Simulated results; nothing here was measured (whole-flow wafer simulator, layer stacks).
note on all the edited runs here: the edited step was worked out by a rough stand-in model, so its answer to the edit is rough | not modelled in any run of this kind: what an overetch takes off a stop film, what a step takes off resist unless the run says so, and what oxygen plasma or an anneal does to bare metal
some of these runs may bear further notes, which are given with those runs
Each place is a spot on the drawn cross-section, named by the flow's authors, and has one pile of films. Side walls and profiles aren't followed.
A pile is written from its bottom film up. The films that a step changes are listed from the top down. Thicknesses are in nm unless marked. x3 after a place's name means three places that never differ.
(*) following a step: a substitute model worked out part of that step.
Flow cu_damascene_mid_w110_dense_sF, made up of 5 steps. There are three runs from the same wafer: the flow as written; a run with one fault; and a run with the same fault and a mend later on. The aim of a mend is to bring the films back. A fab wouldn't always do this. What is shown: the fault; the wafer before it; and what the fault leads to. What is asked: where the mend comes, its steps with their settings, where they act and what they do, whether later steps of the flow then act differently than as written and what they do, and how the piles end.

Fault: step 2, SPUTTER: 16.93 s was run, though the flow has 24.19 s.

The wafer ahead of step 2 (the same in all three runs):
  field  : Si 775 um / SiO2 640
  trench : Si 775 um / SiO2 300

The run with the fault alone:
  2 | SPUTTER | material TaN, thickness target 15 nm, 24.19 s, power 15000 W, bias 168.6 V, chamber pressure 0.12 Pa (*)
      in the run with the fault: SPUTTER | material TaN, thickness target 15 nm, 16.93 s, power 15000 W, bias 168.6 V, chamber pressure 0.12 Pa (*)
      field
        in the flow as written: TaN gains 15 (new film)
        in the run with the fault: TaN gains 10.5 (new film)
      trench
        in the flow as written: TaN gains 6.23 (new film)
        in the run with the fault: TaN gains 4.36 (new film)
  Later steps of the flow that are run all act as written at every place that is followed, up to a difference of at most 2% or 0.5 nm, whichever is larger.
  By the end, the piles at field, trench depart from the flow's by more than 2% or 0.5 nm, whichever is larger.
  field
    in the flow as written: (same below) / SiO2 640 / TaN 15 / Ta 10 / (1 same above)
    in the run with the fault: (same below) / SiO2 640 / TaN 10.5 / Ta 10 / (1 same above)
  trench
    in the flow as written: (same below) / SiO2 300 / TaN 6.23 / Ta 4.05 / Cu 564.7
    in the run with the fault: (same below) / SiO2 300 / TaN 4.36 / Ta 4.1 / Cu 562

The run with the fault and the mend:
  After step 2 comes the mend.
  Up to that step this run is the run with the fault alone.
  2a | SPUTTER | material TaN, thickness target 15 nm, 7.26 s, power 15000 W, bias 168.6 V, chamber pressure 0.12 Pa (*) (the flow's step 2 again, with other settings)
      field
        TaN gains 4.5
      trench
        TaN gains 1.8
  Later steps of the flow that are run all act as written at every place that is followed, up to a difference of at most 2% or 0.5 nm, whichever is larger.
  At the end the piles are close to the flow's at the places that both follow, differing by at most 2% or 0.5 nm, whichever is larger.
